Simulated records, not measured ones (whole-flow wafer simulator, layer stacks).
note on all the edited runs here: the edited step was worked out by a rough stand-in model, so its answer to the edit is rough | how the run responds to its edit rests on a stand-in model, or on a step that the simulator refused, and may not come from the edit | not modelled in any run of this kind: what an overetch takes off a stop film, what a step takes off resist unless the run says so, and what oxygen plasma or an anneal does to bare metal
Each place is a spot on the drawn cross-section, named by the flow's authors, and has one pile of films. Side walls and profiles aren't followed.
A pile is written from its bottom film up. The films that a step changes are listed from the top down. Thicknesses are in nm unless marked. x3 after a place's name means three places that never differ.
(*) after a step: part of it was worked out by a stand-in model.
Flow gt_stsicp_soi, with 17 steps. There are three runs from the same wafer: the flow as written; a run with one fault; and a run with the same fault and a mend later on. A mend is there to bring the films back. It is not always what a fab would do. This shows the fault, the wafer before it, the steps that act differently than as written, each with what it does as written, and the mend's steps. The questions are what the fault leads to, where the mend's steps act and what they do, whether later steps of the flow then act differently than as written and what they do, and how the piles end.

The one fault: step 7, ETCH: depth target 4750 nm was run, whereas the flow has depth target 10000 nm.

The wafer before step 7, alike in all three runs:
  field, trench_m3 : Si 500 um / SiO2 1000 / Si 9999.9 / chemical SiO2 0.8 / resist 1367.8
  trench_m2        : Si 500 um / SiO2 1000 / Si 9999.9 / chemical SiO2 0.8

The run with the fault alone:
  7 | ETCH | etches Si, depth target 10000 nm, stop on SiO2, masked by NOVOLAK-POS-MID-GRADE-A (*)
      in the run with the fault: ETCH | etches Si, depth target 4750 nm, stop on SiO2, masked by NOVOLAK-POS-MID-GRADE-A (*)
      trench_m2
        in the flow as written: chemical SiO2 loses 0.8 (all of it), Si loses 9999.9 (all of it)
        in the run with the fault: chemical SiO2 loses 0.8 (all of it), Si loses 4750
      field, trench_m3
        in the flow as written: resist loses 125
        in the run with the fault: resist loses 59.4
  Later steps of the flow acting differently than as written (1 other step is not shown; it differs only slightly, by no more than 2% or 0.5 nm, whichever is larger):
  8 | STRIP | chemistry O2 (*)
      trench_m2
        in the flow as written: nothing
        in the run with the fault: chemical SiO2 gains 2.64 (new film), Si loses 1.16
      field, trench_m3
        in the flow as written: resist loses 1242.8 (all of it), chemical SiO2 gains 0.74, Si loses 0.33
        in the run with the fault: resist loses 1308.5 (all of it), chemical SiO2 gains 0.75, Si loses 0.33
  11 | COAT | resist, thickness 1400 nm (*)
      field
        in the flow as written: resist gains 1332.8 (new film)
        in the run with the fault: resist gains 1367.8 (new film)
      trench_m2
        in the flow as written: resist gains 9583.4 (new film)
        in the run with the fault: resist gains 5357.9 (new film)
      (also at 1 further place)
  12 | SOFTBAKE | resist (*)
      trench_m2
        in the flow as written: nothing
        in the run with the fault: resist gains 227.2
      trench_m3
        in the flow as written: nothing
        in the run with the fault: resist gains 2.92
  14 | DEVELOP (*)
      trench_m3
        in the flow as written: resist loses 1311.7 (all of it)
        in the run with the fault: resist loses 1360.7 (all of it)
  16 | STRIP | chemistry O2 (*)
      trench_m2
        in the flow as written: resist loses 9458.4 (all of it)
        in the run with the fault: resist loses 5460 (all of it), chemical SiO2 gains 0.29, Si loses 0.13
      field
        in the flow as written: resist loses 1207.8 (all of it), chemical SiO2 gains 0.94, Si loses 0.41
        in the run with the fault: resist loses 1243.2 (all of it), chemical SiO2 gains 0.69, Si loses 0.3
  The piles end different from the flow's at trench_m2 by more than 2% or 0.5 nm, whichever is larger.
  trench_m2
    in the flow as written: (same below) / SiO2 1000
    in the run with the fault: (same below) / SiO2 1000 / Si 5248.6 / chemical SiO2 2.93

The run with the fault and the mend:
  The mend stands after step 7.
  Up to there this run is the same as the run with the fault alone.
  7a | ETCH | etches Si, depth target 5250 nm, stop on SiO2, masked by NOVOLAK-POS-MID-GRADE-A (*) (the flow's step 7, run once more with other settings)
      field, trench_m3
        resist loses 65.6
      trench_m2
        Si loses 5249.9 (all of it)
  Every later step of the flow that is run acts as written at every place that is followed.
  By the end, the piles equal the flow's at every place that both follow.
